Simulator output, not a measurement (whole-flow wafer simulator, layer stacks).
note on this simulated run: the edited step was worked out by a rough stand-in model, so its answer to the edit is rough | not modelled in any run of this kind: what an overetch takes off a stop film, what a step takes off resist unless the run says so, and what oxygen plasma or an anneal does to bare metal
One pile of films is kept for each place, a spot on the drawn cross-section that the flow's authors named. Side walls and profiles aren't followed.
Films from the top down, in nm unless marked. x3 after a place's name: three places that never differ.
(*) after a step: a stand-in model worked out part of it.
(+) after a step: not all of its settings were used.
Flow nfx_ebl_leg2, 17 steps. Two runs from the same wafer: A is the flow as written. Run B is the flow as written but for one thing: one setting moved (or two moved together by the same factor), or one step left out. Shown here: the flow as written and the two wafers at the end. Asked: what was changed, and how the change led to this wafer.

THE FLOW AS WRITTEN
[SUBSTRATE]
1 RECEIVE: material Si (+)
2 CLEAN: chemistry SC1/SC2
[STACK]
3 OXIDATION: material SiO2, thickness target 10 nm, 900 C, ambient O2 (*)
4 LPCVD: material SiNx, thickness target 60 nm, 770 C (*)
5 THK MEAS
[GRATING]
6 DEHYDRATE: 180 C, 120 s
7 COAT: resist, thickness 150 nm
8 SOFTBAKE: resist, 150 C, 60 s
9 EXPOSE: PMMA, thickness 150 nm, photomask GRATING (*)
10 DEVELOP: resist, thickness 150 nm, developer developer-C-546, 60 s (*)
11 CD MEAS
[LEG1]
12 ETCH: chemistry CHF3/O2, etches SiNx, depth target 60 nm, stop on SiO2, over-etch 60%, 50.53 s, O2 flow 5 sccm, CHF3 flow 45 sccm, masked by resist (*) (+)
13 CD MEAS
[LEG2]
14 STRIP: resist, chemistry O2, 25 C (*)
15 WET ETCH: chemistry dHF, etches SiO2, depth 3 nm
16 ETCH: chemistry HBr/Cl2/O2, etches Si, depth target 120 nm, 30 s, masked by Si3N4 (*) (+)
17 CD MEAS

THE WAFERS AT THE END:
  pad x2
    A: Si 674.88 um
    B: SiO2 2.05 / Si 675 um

The cause: step 12, ETCH: depth target 39 nm was run, where the flow has depth target 60 nm; step 12, ETCH: 32.84 s was run, where the flow has 50.53 s.

How the change led to this, step by step:
  12 ETCH: chemistry CHF3/O2, etches SiNx, depth target 60 nm, stop on SiO2, over-etch 60%, 50.53 s, O2 flow 5 sccm, CHF3 flow 45 sccm, masked by resist (*) (+)
      pad x2: A SiNx -60 (all of it), SiO2 -10 (all of it) | B SiNx -60 (all of it), SiO2 -1.2
      field x2: A resist -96 | B resist -62.4
  14 STRIP: resist, chemistry O2, 25 C (*)
      pad x2: A chemical SiO2 +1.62 (new film), Si -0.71 | B nothing
      field x2: A resist -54 (all of it) | B resist -87.6 (all of it)
  15 WET ETCH: chemistry dHF, etches SiO2, depth 3 nm
      pad x2: A chemical SiO2 -1.62 (all of it) | B SiO2 -3
  16 ETCH: chemistry HBr/Cl2/O2, etches Si, depth target 120 nm, 30 s, masked by Si3N4 (*) (+)
      pad x2: A Si -120 | B SiO2 -3.75
